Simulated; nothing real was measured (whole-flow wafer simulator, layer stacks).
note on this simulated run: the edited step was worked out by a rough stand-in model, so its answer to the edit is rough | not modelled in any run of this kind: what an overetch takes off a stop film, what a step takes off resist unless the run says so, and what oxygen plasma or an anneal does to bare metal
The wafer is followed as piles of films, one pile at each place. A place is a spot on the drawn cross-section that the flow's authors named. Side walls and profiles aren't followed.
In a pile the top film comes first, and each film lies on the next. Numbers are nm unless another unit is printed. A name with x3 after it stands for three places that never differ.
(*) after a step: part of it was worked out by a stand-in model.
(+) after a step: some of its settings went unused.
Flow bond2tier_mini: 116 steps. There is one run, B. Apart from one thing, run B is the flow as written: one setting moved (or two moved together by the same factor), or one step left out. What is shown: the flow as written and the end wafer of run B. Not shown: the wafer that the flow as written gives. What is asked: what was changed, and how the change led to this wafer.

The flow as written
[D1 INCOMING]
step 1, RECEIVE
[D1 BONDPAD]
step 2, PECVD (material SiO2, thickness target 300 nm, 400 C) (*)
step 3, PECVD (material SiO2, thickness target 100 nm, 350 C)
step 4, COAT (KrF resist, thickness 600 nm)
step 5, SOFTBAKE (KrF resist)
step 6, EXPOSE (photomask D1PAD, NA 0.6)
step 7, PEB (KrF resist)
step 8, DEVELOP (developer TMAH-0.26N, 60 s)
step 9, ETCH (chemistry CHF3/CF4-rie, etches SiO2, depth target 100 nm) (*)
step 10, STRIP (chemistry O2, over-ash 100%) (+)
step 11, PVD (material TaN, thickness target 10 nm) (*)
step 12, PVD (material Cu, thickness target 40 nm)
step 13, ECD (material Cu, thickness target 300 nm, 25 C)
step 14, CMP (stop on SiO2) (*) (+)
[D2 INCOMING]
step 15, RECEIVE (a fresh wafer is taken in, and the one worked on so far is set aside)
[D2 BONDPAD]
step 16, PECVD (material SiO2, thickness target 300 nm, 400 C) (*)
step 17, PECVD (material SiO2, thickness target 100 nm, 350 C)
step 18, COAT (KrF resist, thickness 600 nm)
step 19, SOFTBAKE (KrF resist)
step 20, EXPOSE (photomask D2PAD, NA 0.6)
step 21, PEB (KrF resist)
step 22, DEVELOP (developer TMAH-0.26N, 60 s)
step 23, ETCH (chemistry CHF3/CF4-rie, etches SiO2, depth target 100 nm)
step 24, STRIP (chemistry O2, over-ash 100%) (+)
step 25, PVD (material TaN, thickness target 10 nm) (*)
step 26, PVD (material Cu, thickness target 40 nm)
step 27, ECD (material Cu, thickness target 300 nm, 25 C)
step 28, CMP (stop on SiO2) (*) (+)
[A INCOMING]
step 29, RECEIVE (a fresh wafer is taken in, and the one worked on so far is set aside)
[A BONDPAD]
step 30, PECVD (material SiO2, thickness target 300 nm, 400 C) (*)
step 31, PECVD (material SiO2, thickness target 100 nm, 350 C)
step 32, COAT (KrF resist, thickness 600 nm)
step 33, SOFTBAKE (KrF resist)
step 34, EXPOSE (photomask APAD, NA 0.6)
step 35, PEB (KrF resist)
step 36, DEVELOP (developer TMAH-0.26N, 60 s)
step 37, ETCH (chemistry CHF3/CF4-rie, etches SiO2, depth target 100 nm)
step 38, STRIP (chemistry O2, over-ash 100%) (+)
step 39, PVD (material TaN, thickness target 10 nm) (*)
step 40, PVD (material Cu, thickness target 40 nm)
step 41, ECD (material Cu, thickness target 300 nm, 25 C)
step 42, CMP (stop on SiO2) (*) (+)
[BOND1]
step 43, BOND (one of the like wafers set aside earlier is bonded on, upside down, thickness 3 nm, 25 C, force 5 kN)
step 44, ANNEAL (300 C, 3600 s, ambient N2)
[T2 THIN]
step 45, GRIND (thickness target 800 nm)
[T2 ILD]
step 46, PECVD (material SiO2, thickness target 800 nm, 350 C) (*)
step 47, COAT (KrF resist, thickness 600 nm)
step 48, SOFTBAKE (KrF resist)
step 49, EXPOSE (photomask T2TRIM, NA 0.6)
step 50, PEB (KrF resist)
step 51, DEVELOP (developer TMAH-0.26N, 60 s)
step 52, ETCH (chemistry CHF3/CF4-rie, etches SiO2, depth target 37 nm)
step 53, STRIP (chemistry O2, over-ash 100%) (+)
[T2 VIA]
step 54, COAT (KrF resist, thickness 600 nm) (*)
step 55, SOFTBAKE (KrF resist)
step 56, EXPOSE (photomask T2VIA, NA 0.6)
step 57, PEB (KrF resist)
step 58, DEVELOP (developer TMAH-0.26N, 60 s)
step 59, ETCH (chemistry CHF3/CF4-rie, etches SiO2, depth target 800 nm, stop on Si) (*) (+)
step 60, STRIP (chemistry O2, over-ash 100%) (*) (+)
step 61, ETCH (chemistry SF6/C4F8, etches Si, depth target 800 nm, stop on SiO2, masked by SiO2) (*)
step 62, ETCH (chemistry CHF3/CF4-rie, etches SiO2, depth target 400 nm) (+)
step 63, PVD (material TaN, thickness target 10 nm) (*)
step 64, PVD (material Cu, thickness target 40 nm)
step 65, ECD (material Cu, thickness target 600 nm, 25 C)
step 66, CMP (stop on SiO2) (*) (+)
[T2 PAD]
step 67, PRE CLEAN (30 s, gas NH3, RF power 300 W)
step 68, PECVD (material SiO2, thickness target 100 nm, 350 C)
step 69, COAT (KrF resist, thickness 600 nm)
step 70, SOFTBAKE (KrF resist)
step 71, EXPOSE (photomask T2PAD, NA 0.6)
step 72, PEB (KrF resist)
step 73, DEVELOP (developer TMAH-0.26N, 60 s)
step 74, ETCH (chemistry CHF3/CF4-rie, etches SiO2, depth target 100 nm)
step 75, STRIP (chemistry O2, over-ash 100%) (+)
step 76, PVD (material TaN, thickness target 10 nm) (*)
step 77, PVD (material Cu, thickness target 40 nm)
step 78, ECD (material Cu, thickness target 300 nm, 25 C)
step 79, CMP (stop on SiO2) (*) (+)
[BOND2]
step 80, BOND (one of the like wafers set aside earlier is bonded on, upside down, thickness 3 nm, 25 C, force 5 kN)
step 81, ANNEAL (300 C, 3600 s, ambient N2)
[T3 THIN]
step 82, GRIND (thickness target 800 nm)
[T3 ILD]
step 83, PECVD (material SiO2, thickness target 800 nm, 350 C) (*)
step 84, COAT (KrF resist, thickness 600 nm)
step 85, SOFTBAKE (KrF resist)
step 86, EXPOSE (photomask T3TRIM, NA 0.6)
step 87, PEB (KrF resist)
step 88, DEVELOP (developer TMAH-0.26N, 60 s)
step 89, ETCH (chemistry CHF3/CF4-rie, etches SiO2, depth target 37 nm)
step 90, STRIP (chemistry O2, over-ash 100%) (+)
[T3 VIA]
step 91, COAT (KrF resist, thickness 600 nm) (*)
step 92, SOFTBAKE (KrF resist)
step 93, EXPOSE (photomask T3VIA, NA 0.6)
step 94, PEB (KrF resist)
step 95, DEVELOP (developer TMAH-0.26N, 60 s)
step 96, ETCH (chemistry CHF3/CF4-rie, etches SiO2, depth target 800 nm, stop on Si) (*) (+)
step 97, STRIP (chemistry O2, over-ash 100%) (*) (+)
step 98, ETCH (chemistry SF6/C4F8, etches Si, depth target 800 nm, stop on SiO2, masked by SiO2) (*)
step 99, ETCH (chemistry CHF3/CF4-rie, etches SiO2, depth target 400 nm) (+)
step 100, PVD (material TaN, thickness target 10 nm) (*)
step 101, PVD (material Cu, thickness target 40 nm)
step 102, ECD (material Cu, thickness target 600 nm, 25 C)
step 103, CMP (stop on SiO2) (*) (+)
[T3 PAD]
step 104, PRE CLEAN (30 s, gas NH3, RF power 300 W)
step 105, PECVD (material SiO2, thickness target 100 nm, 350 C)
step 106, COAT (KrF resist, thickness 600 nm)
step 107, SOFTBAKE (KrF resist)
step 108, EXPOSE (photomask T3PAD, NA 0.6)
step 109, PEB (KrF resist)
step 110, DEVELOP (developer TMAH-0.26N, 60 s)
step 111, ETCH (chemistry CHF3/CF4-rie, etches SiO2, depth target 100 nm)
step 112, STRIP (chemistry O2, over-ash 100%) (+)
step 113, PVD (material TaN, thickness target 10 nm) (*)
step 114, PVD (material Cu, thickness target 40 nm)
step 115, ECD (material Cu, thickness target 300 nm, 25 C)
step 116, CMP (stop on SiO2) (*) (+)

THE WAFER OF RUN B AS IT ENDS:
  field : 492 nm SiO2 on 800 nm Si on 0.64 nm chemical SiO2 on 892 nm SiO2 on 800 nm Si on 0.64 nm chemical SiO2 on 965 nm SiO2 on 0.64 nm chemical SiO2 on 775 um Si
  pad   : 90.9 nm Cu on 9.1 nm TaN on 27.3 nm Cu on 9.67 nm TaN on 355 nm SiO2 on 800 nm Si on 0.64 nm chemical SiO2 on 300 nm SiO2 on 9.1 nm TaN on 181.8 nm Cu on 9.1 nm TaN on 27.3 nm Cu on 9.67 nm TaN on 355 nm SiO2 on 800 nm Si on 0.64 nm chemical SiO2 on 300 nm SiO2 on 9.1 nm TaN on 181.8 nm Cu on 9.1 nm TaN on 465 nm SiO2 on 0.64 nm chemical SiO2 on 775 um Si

The reason: step 30, PECVD: thickness target 465 nm was run, whereas the flow has thickness target 300 nm.
The wafer itself shows it: pad has SiO2 465, and step 30 as written asks for 300 nm.

Step by step, how the change led to this:
  step 30, PECVD (material SiO2, thickness target 300 nm, 400 C) (*)
      field, pad, via: SiO2 gains 465 (new film) (in the flow as written it would be: SiO2 gains 300 (new film))
